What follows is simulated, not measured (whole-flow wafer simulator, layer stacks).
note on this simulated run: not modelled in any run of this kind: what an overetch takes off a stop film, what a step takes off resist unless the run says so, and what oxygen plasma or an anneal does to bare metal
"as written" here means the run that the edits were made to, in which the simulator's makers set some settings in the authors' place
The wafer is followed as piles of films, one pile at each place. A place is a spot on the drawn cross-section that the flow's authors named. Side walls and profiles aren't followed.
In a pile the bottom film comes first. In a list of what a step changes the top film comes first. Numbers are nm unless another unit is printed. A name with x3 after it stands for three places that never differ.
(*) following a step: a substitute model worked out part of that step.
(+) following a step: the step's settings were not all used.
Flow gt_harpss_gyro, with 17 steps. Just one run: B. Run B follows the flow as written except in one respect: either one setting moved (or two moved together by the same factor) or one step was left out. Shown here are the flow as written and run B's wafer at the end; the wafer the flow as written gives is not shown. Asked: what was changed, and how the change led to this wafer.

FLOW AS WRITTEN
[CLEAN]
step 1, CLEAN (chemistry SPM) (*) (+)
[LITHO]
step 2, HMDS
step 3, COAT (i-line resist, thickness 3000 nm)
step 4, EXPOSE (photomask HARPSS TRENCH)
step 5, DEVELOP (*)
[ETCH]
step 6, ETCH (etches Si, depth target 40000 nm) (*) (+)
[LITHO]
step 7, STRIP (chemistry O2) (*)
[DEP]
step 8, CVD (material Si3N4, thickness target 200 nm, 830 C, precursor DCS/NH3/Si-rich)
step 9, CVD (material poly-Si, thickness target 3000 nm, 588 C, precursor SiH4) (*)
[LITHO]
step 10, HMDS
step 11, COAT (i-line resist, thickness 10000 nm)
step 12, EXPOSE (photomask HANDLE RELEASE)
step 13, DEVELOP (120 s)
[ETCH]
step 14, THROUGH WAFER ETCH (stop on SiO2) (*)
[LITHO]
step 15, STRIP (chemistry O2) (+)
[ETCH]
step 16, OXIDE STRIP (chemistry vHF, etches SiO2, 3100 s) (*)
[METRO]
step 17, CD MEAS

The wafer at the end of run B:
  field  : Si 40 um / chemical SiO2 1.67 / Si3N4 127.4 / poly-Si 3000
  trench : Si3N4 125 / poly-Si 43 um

What caused this: step 8, CVD: thickness target 127.4 nm was run, whereas the flow has thickness target 200 nm.
The wafer lets one read it off: field has Si3N4 127.4, and step 8 as written asks for 200 nm.

The path from the change to this, step by step:
  step 8, CVD (material Si3N4, thickness target 200 nm, 830 C, precursor DCS/NH3/Si-rich)
      field: Si3N4 gains 127.4 (new film) (in the flow as written it would be: Si3N4 gains 200 (new film))
      trench: Si3N4 gains 125 (new film) (in the flow as written it would be: Si3N4 gains 195.9 (new film))
  step 9, CVD (material poly-Si, thickness target 3000 nm, 588 C, precursor SiH4) (*)
      trench: poly-Si gains 43 um (new film) (in the flow as written it would be: poly-Si gains 43.01 um (new film))
